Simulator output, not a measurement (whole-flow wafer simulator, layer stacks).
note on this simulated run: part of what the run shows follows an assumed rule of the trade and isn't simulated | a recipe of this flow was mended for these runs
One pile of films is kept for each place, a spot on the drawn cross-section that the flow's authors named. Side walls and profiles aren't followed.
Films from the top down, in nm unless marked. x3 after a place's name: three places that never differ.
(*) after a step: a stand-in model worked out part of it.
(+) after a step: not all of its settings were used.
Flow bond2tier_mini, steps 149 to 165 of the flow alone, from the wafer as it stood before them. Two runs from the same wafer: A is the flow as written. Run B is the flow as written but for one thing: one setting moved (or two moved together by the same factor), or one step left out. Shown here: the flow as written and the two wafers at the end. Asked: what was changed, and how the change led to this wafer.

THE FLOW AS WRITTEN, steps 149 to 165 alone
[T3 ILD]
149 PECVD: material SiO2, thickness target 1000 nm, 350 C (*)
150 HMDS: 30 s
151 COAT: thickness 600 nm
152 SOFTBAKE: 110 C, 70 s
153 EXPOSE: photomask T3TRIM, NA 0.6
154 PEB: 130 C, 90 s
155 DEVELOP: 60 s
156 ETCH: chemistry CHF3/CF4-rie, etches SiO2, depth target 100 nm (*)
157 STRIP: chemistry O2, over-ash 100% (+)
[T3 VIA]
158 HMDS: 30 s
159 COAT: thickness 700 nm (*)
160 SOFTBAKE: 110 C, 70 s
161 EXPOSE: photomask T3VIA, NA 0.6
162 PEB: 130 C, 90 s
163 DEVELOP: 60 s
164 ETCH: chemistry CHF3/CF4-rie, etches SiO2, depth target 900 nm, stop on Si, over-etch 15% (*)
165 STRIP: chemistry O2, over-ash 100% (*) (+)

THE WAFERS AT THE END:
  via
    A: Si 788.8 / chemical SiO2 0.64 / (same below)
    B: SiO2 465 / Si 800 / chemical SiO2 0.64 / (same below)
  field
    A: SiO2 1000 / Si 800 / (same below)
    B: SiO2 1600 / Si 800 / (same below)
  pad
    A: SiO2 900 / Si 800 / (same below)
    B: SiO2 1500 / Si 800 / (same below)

The cause: step 149, PECVD: thickness target 1600 nm was run, where the flow has thickness target 1000 nm.
It can be read off the wafer: field has SiO2 1600, and step 149 as written asks for 1000 nm.

How the change led to this, step by step:
  149 PECVD: material SiO2, thickness target 1000 nm, 350 C (*)
      field, pad, via: A SiO2 +1000 (new film) | B SiO2 +1600 (new film)
  164 ETCH: chemistry CHF3/CF4-rie, etches SiO2, depth target 900 nm, stop on Si, over-etch 15% (*)
      via: A SiO2 -900 (all of it), Si -11.2 | B SiO2 -1035
